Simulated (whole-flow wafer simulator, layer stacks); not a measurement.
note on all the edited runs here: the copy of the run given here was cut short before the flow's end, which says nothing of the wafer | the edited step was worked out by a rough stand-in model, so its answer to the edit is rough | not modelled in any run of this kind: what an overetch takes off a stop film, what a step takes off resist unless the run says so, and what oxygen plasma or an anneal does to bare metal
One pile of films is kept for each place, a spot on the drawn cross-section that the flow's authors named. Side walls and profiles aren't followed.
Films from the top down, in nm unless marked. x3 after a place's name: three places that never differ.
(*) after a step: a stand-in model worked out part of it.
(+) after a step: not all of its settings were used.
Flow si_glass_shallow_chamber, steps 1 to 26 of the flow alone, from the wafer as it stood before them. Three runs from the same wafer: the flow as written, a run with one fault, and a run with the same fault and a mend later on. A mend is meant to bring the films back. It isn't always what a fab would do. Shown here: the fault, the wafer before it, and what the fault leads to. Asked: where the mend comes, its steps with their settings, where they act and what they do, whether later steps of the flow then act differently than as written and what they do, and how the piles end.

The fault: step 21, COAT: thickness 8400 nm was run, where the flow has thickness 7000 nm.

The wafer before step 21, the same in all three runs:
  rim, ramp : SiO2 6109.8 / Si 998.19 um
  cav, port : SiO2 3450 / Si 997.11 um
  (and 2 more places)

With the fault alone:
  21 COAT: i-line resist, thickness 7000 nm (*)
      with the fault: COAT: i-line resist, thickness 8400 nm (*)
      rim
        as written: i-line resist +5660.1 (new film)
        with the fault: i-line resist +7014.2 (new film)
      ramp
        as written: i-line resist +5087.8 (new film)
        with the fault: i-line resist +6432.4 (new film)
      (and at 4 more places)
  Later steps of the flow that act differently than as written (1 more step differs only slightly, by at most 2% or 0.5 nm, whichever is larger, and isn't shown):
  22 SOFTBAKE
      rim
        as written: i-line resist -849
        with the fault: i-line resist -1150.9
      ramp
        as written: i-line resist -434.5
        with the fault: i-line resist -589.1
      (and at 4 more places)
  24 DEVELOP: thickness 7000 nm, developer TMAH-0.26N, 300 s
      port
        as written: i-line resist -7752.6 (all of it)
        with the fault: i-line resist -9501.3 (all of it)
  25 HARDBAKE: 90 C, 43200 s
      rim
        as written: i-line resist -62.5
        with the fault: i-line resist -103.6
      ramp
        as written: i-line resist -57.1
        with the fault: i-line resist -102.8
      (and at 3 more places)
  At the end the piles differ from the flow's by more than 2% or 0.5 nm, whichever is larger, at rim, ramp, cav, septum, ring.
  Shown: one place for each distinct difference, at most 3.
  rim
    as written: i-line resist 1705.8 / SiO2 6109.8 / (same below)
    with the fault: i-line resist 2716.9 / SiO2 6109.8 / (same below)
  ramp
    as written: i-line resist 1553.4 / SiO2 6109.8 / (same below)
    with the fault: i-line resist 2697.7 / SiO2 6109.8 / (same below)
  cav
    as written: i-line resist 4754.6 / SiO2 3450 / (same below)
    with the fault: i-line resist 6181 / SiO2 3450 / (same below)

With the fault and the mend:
  The mend comes after step 25.
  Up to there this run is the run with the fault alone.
  25a STRIP: chemistry O2, 1800 s (+)
      rim
        i-line resist -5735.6 (all of it)
      ramp
        i-line resist -5716.5 (all of it)
      cav
        i-line resist -9199.8 (all of it)
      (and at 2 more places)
  25b DEHYDRATE: 150 C, 120 s (the flow's step 19 once more)
      changes no film at any place that is followed
  25c HMDS: 90 s (the flow's step 20 once more)
      changes no film at any place that is followed
  25d COAT: i-line resist, thickness 7000 nm (*) (the flow's step 21 once more)
      rim
        i-line resist +5660.1 (new film)
      ramp
        i-line resist +5087.8 (new film)
      cav
        i-line resist +7637.2 (new film)
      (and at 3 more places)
  25e SOFTBAKE (the flow's step 22 once more)
      rim
        i-line resist -849
      ramp
        i-line resist -434.5
      cav
        i-line resist +373.7
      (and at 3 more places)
  25f EXPOSE: photomask PORT, dose 600 mJ/cm2, wavelength 365 nm (*) (the flow's step 23 once more)
      changes no film at any place that is followed
  25g DEVELOP: developer TMAH-0.26N, 300 s (the flow's step 24 once more, with other settings)
      rim, ramp, cav, septum, ring
        i-line resist -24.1
      port
        i-line resist -7752.6 (all of it)
  25h HARDBAKE: 90 C, 43200 s (the flow's step 25 once more)
      rim
        i-line resist -62.5
      ramp
        i-line resist -57.1
      cav
        i-line resist -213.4
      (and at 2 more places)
  No later step of the flow acts differently than as written at any place that is followed.
  At the end the piles are the same as the flow's at every place that both follow.
